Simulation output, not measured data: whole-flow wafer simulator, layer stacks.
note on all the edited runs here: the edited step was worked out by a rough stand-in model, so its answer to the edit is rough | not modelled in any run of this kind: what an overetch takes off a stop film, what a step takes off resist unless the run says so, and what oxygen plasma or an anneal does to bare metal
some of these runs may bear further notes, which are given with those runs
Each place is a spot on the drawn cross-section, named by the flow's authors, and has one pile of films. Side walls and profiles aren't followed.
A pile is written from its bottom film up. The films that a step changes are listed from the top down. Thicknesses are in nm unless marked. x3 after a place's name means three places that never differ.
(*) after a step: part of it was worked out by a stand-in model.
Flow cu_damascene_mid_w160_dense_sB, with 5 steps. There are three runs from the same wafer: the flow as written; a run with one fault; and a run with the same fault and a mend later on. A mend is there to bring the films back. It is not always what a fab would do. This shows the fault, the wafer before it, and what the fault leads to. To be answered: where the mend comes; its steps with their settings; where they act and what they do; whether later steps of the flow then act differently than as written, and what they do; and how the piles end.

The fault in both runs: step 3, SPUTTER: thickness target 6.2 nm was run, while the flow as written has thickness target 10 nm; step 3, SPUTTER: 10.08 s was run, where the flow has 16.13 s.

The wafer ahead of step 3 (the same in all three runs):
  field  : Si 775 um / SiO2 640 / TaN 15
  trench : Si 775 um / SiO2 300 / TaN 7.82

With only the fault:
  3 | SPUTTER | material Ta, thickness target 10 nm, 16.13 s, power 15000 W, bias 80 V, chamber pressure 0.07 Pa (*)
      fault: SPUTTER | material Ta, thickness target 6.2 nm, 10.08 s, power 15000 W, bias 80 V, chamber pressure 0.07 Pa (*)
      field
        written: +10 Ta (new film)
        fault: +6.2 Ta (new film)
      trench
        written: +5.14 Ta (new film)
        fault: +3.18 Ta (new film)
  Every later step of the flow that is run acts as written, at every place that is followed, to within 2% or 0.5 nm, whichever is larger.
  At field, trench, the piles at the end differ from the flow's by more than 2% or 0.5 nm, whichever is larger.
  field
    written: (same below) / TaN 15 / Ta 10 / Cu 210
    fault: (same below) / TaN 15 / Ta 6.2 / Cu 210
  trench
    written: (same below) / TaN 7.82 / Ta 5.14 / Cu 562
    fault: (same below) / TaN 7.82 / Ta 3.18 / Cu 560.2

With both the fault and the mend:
  The mend follows step 3.
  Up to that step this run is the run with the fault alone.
  3a | SPUTTER | material Ta, thickness target 3.8 nm, 6.129 s, power 15000 W, bias 80 V, chamber pressure 0.07 Pa (*) (the flow's step 3, run once more with other settings)
      field
        +3.8 Ta
      trench
        +1.92 Ta
  Every later step of the flow that is run acts as written, at every place that is followed, to within 2% or 0.5 nm, whichever is larger.
  When the end is reached, the piles differ only a little from the flow's at the places that both follow, at most by 2% or 0.5 nm, whichever is larger.
